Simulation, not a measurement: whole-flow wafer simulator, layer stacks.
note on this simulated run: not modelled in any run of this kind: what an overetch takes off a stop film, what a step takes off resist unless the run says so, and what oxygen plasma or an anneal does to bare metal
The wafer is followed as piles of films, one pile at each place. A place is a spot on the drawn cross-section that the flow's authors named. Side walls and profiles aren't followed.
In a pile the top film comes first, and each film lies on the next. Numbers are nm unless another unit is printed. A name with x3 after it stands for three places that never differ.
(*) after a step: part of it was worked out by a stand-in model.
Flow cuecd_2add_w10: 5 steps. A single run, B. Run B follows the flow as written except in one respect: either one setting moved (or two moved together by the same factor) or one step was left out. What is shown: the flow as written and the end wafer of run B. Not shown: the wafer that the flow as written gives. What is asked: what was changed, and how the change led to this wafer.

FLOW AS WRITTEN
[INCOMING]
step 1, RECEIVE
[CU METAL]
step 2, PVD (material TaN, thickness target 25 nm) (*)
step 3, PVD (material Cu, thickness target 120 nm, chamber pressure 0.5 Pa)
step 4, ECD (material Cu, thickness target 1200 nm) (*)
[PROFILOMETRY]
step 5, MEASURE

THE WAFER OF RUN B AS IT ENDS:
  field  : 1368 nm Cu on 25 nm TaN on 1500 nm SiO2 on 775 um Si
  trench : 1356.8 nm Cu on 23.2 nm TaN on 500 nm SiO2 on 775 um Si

Cause: step 3, PVD: thickness target 168 nm was run, whereas the flow has thickness target 120 nm.

The path from the change to this, step by step:
  step 3, PVD (material Cu, thickness target 120 nm, chamber pressure 0.5 Pa)
      field: +168 Cu (new film) (it would be, as written: +120 Cu (new film))
      trench: +156.8 Cu (new film) (it would be, as written: +111.8 Cu (new film))
